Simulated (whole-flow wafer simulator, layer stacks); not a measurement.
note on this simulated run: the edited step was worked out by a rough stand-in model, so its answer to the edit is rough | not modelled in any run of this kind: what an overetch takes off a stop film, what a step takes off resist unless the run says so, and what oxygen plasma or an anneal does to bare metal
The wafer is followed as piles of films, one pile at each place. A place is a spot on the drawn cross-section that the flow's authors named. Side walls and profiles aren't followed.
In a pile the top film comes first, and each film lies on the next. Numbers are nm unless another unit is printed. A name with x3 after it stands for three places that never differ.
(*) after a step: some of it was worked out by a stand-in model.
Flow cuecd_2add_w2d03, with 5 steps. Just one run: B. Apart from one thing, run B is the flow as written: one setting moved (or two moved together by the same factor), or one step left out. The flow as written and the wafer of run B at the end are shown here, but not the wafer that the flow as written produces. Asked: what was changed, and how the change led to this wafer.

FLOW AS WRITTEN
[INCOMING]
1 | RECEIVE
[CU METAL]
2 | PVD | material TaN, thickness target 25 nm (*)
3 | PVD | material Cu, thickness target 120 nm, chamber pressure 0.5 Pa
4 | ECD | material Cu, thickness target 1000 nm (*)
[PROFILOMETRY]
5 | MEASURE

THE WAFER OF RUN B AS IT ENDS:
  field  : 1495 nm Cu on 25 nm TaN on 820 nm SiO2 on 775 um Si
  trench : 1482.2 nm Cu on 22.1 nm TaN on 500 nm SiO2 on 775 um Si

What caused this: step 4, ECD: thickness target 1375 nm was run, whereas the flow has thickness target 1000 nm.

The path from the change to this, step by step:
  4 | ECD | material Cu, thickness target 1000 nm (*)
      field, trench: Cu gains 1375 (as written it would have been: Cu gains 1000)
